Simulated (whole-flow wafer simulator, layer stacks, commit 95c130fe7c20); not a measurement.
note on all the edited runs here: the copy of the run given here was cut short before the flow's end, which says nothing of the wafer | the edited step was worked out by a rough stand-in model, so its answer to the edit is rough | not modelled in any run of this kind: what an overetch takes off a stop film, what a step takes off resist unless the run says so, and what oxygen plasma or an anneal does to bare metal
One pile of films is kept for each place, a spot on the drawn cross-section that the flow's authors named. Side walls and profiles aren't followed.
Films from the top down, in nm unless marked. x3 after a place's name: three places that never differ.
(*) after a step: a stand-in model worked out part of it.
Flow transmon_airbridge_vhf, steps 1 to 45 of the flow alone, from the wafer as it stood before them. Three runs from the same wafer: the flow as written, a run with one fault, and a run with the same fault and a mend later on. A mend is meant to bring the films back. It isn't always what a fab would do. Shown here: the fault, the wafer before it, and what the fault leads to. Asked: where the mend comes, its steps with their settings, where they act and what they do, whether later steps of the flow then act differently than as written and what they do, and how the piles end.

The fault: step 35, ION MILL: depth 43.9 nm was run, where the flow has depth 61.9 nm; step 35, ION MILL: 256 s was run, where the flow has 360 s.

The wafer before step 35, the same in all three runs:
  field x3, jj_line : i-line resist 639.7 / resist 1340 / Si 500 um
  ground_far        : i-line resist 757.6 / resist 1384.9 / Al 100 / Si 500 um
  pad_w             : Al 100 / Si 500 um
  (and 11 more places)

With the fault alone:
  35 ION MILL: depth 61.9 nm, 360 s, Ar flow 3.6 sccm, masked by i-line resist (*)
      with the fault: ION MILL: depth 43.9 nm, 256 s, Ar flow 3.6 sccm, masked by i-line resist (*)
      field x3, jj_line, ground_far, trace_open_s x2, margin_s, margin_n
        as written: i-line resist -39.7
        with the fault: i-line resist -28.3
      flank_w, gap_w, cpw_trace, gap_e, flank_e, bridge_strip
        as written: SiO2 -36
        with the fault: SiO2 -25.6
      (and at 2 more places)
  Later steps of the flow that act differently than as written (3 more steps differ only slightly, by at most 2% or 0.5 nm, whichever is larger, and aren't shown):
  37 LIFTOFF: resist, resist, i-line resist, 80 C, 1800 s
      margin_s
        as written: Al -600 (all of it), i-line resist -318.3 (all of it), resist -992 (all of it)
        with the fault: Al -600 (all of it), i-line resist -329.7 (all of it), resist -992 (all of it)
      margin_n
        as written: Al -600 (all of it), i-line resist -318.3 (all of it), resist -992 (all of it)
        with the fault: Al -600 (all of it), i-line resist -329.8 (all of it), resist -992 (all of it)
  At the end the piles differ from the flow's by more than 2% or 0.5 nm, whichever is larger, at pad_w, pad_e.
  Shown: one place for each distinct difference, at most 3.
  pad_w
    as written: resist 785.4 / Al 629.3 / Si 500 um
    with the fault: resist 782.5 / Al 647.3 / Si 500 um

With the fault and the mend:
  The mend comes after step 35.
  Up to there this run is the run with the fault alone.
  35a ION MILL: depth 18 nm, 104.7 s, Ar flow 3.6 sccm, masked by i-line resist (*) (the flow's step 35 once more, with other settings)
      field x3, jj_line, ground_far, trace_open_s x2, margin_s, margin_n
        i-line resist -11.6
      flank_w, gap_w, cpw_trace, gap_e, flank_e, bridge_strip
        SiO2 -10.5
      pad_w, pad_e
        Al -18
  No later step of the flow acts differently than as written, at any place that is followed, by more than 2% or 0.5 nm, whichever is larger.
  At the end the piles differ from the flow's only slightly at the places that both follow, by at most 2% or 0.5 nm, whichever is larger.
